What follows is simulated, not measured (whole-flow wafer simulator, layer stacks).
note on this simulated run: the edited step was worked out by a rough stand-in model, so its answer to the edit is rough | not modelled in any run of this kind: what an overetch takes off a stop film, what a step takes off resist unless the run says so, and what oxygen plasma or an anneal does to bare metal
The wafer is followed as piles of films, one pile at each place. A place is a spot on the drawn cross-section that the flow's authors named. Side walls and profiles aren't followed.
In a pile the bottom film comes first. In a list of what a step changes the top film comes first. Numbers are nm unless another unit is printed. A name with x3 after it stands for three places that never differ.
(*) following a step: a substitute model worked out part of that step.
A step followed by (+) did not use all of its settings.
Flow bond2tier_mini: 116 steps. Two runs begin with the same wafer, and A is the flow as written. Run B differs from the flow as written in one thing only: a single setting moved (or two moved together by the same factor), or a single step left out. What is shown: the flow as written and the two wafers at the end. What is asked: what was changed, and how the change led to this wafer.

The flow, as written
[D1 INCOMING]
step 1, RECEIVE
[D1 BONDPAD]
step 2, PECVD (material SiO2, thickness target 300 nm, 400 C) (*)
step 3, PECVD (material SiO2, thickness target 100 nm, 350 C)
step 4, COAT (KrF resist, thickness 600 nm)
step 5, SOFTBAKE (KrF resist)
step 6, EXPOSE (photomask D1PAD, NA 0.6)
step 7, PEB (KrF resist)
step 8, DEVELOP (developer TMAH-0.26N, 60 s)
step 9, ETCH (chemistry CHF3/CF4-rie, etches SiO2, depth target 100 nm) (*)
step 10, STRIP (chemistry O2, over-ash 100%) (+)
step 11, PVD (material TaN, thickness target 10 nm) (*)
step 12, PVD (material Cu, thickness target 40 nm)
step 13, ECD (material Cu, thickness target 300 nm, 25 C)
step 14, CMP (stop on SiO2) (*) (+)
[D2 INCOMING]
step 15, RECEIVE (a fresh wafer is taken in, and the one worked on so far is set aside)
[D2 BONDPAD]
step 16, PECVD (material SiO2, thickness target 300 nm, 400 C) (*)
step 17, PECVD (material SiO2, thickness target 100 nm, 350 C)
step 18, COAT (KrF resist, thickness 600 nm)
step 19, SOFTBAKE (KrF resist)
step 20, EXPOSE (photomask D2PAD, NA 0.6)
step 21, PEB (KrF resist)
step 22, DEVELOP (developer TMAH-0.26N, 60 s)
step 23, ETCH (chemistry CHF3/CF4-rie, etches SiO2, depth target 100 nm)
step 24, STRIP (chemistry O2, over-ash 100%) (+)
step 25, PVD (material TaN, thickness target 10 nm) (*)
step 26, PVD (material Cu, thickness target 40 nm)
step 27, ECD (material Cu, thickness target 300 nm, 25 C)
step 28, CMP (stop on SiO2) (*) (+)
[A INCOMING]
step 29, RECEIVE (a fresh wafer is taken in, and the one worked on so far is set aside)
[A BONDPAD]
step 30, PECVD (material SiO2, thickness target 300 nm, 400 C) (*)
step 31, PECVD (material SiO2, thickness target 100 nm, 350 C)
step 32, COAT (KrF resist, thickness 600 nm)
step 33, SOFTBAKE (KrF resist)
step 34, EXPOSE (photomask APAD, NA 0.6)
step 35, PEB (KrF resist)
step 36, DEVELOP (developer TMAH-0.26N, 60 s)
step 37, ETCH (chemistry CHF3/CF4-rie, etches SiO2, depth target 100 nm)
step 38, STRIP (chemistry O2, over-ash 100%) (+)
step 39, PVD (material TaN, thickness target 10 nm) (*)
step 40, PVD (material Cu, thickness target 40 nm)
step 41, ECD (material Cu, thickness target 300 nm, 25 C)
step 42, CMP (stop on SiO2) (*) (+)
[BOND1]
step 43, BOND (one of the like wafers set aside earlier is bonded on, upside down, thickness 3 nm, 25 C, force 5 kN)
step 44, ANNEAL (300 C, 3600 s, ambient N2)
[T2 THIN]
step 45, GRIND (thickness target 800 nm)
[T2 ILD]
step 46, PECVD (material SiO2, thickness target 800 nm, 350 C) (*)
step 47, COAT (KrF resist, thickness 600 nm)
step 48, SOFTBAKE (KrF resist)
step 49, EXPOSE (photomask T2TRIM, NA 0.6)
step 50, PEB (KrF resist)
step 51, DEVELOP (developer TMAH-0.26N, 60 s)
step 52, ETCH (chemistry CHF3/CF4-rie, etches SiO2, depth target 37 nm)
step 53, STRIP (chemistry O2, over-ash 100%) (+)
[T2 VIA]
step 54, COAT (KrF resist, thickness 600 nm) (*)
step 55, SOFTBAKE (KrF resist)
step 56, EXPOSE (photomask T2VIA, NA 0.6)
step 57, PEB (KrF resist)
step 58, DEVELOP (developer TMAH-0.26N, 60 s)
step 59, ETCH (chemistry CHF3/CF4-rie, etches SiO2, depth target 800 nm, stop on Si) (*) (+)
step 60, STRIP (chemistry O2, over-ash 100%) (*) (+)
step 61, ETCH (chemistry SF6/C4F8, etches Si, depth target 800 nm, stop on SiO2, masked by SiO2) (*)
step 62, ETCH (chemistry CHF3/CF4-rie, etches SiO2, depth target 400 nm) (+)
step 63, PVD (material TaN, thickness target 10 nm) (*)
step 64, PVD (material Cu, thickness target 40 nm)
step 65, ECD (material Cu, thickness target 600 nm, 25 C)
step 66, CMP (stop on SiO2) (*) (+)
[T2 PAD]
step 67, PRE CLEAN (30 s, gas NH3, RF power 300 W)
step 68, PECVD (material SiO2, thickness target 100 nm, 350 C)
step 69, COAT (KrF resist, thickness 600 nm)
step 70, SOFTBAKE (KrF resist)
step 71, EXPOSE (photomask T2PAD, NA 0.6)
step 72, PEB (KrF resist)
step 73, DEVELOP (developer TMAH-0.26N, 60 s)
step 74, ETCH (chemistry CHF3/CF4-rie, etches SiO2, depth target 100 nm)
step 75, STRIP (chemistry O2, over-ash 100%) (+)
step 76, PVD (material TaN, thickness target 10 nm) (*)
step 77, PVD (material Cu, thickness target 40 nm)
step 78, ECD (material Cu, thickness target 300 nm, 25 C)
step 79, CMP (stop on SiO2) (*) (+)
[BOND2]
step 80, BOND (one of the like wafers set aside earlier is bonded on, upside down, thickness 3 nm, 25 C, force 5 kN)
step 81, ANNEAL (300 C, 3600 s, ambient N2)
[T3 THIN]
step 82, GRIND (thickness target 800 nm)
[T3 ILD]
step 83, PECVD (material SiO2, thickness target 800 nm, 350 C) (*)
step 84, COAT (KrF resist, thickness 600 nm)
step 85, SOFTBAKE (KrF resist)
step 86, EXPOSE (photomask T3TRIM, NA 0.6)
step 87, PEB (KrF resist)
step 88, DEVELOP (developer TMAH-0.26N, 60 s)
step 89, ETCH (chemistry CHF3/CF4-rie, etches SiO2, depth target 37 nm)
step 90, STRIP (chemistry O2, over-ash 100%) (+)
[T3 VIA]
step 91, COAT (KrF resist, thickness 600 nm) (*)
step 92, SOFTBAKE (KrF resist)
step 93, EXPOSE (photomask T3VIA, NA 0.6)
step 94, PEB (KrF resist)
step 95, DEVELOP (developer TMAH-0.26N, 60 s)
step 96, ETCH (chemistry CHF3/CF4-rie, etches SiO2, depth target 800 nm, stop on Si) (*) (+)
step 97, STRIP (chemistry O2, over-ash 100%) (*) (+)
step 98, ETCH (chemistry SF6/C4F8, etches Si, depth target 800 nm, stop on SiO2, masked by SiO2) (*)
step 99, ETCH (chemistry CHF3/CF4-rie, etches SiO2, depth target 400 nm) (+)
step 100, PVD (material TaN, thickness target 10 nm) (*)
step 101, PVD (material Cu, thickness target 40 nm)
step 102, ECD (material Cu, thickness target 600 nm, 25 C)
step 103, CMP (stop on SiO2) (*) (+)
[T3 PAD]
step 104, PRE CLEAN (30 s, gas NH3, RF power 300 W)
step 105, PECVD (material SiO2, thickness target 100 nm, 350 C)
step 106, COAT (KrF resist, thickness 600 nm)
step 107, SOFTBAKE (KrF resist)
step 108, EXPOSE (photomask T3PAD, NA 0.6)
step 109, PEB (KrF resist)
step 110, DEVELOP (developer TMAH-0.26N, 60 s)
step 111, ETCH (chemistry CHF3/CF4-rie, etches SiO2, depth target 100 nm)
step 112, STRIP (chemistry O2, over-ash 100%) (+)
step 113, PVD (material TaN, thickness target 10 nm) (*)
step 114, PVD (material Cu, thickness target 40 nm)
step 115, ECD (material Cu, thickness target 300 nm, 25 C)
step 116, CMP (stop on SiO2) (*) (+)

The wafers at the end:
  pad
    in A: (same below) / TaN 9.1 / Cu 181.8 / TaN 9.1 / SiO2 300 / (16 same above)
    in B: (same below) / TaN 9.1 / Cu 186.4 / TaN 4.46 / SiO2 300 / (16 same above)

The reason: step 11, PVD: thickness target 4.9 nm was run, whereas the flow has thickness target 10 nm.

How this came from the change, step by step:
  step 11, PVD (material TaN, thickness target 10 nm) (*)
      field: A +10 TaN (new film) | B +4.9 TaN (new film)
      pad: A +9.1 TaN (new film) | B +4.46 TaN (new film)
      (as well as at 1 more place)
  step 14, CMP (stop on SiO2) (*) (+)
      field: A -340 Cu (all of it), -10 TaN (all of it) | B -340 Cu (all of it), -4.9 TaN (all of it)
  step 43, BOND (one of the like wafers set aside earlier is bonded on, upside down, thickness 3 nm, 25 C, force 5 kN)
      pad: A +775 um Si (new film), +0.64 chemical SiO2 (new film), +300 SiO2 (new film), +9.1 TaN (new film), +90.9 Cu | B +775 um Si (new film), +0.64 chemical SiO2 (new film), +300 SiO2 (new film), +4.46 TaN (new film), +95.5 Cu
      via: A +775 um Si (new film), +0.64 chemical SiO2 (new film), +300 SiO2 (new film), +9.97 TaN (new film), +90 Cu | B +775 um Si (new film), +0.64 chemical SiO2 (new film), +300 SiO2 (new film), +4.89 TaN (new film), +95.1 Cu
